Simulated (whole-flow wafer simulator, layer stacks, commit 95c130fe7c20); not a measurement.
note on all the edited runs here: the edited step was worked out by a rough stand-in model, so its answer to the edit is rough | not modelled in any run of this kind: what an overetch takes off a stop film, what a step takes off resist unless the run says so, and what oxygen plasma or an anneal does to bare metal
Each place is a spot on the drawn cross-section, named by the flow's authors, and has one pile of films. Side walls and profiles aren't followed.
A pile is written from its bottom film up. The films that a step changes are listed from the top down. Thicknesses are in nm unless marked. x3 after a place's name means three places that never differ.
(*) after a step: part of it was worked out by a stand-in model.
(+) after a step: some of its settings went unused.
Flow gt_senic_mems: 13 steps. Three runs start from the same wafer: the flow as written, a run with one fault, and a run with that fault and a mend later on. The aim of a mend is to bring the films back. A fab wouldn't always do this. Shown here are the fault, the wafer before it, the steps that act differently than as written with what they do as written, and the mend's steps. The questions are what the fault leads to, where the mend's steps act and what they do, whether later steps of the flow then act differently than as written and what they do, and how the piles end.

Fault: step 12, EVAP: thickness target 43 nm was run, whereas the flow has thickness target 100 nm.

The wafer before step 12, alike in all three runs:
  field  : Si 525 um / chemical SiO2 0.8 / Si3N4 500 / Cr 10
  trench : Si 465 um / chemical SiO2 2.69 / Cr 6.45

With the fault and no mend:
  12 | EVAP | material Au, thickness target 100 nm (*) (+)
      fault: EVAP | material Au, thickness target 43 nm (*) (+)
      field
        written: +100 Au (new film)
        fault: +43 Au (new film)
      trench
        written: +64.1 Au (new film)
        fault: +27.7 Au (new film)
  None of the later steps of the flow acts differently than as written at any place that is followed.
  By the end, the piles at field, trench depart from the flow's by more than 2% or 0.5 nm, whichever is larger.
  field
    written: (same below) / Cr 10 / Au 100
    fault: (same below) / Cr 10 / Au 43
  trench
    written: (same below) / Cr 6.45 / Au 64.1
    fault: (same below) / Cr 6.45 / Au 27.7

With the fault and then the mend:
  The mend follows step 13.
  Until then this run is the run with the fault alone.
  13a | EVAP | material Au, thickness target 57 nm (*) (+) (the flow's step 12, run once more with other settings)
      field
        +57 Au
      trench
        +36.7 Au
  None of the later steps of the flow acts differently than as written at any place that is followed.
  When the end is reached, the piles differ only a little from the flow's at the places that both follow, at most by 2% or 0.5 nm, whichever is larger.
